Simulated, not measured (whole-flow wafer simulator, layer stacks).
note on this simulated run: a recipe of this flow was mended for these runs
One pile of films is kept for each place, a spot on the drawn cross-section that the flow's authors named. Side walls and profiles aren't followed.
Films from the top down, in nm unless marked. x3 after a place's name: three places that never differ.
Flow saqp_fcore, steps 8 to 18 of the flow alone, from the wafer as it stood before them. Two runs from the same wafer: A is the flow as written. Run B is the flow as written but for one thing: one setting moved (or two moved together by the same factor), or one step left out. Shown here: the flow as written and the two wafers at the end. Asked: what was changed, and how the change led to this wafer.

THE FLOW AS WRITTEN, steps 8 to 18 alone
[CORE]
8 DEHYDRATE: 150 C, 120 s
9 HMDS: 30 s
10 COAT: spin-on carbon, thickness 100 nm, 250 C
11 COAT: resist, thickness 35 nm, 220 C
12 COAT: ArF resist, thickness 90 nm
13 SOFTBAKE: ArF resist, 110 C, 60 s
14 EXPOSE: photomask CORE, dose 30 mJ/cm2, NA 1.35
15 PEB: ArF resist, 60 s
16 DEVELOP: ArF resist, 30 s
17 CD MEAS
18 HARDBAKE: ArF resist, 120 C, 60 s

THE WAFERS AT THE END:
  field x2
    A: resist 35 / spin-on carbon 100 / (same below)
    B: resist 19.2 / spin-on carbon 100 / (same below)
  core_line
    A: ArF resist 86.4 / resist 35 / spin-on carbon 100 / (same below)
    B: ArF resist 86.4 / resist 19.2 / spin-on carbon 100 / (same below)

The cause: step 11, COAT: thickness 19.2 nm was run, where the flow has thickness 35 nm.
It can be read off the wafer: field x2 has resist 19.2, and step 11 as written asks for 35 nm.

How the change led to this, step by step:
  11 COAT: resist, thickness 35 nm, 220 C
      field x2, core_line: A resist +35 (new film) | B resist +19.2 (new film)
